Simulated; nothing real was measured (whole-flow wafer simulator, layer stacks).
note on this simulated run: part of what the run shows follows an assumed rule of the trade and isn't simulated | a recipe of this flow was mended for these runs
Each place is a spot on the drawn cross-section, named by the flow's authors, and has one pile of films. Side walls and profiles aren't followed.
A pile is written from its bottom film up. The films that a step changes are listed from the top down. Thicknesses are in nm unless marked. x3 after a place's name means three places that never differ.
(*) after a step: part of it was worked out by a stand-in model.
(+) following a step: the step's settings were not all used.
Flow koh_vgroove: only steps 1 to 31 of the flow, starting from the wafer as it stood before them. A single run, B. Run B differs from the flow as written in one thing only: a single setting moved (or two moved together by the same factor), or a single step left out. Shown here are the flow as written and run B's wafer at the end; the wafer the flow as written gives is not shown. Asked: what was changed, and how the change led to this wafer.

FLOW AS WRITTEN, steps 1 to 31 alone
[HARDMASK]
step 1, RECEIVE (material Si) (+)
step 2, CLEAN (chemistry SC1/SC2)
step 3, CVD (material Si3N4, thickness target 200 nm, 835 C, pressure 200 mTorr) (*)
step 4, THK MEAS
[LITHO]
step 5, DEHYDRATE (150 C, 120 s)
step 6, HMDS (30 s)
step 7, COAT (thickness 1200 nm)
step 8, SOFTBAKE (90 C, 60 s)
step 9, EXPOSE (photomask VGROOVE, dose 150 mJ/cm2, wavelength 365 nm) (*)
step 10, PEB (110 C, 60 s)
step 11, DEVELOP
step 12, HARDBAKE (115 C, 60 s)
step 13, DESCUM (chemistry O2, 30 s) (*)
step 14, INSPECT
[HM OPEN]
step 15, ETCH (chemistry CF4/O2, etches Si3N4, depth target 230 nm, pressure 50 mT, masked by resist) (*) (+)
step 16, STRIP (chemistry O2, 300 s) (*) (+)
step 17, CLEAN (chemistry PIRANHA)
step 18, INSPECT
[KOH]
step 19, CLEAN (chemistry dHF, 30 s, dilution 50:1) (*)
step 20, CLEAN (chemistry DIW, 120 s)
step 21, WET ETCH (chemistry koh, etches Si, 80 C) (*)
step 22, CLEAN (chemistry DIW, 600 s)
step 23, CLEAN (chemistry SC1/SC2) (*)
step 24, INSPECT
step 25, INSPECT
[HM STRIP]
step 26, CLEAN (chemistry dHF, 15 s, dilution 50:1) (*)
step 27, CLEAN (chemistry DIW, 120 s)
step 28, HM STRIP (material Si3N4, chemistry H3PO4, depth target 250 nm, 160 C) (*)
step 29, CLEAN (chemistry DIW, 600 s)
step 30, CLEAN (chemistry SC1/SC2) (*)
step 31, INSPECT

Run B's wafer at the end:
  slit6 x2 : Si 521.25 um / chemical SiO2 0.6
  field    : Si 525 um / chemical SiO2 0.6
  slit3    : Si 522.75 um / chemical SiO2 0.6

Cause: step 3, CVD: thickness target 216 nm was run, while the flow as written has thickness target 200 nm.

Step by step, how the change led to this:
  step 3, CVD (material Si3N4, thickness target 200 nm, 835 C, pressure 200 mTorr) (*)
      field, slit3, slit2, slit6 x2: Si3N4 gains 216 (new film) (as written it would have been: Si3N4 gains 200 (new film))
  step 15, ETCH (chemistry CF4/O2, etches Si3N4, depth target 230 nm, pressure 50 mT, masked by resist) (*) (+)
      slit3, slit2, slit6 x2: Si3N4 loses 216 (all of it), chemical SiO2 loses 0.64 (all of it), Si loses 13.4 (as written it would have been: Si3N4 loses 200 (all of it), chemical SiO2 loses 0.64 (all of it), Si loses 29.4)
  step 28, HM STRIP (material Si3N4, chemistry H3PO4, depth target 250 nm, 160 C) (*)
      field: Si3N4 loses 214.7 (all of it), chemical SiO2 loses 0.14, Si loses 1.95 (as written it would have been: Si3N4 loses 198.7 (all of it), chemical SiO2 loses 0.14, Si loses 2.75)
